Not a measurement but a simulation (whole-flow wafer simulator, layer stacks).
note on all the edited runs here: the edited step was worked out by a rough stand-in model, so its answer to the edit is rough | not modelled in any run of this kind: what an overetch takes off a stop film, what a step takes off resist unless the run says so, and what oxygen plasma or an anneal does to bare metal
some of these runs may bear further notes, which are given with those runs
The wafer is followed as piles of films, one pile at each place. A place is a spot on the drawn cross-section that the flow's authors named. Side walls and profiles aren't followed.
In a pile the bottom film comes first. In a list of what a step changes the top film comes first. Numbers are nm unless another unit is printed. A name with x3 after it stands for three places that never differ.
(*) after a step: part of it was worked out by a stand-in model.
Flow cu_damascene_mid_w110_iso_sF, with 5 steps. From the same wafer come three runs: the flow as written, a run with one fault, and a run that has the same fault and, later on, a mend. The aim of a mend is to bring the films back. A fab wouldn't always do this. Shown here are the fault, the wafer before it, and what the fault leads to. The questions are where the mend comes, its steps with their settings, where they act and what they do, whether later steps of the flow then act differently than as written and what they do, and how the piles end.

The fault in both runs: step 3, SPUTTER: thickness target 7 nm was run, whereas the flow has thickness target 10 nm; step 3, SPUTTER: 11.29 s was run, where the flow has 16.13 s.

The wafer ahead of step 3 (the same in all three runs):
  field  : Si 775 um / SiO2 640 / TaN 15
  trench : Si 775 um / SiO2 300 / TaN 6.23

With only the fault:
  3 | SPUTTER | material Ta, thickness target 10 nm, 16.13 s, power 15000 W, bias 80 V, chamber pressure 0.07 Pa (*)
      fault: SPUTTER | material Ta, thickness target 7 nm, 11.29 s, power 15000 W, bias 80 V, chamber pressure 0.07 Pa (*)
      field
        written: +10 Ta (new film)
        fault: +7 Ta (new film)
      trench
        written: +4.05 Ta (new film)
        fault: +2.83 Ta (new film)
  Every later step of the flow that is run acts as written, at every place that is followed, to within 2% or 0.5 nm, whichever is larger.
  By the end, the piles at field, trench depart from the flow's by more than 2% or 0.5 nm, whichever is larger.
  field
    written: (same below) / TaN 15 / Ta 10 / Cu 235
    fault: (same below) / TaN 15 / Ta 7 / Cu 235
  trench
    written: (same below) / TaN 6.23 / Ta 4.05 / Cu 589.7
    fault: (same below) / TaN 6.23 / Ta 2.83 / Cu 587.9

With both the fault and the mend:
  The mend follows step 3.
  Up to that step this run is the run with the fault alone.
  3a | SPUTTER | material Ta, thickness target 3 nm, 4.839 s, power 15000 W, bias 80 V, chamber pressure 0.07 Pa (*) (a further turn of the flow's step 3, with different settings)
      field
        +3 Ta
      trench
        +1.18 Ta
  Every later step of the flow that is run acts as written, at every place that is followed, to within 2% or 0.5 nm, whichever is larger.
  When the end is reached, the piles differ only a little from the flow's at the places that both follow, at most by 2% or 0.5 nm, whichever is larger.
